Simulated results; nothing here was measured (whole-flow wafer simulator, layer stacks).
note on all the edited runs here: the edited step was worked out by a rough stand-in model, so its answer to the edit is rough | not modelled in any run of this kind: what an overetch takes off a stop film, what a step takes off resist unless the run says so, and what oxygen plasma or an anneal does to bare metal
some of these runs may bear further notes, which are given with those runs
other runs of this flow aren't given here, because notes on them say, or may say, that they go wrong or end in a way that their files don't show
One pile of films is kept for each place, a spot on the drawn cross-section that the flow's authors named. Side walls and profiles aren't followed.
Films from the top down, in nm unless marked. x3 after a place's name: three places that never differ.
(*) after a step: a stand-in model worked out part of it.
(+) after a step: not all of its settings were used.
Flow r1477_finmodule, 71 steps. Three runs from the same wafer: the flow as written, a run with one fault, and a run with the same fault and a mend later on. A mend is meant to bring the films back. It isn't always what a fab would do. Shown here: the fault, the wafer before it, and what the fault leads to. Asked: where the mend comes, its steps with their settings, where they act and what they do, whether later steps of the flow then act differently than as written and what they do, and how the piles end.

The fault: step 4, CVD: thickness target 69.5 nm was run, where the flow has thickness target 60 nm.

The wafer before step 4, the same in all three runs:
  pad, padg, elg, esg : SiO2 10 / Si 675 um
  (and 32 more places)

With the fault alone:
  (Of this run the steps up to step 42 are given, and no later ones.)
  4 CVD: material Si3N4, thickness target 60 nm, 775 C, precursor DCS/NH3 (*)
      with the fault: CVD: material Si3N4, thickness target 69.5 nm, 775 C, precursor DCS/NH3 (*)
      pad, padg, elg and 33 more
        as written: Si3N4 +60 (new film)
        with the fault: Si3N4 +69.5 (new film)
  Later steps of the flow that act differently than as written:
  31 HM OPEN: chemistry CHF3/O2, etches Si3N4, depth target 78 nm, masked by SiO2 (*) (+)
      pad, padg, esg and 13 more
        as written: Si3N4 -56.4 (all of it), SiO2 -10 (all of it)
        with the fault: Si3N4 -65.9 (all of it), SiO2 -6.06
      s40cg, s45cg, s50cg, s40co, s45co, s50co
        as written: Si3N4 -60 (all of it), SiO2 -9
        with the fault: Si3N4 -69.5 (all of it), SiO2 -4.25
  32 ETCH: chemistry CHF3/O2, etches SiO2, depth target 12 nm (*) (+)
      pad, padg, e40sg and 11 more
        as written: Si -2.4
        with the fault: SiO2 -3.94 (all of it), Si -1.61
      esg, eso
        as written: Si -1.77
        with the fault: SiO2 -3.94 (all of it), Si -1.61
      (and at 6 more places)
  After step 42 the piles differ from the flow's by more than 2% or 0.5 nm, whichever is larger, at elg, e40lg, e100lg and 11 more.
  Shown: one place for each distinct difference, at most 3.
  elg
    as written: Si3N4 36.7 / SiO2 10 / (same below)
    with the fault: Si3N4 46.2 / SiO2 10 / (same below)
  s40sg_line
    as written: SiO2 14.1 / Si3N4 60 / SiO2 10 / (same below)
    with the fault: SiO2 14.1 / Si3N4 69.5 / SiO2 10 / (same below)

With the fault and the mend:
  The mend comes after step 5.
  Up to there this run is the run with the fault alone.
  5a ETCH: chemistry h3po4, depth target 9.5 nm
      pad, padg, elg and 33 more
        Si3N4 -9.5
  No later step of the flow acts differently than as written at any place that is followed.
  At the end the piles are the same as the flow's at every place that both follow.
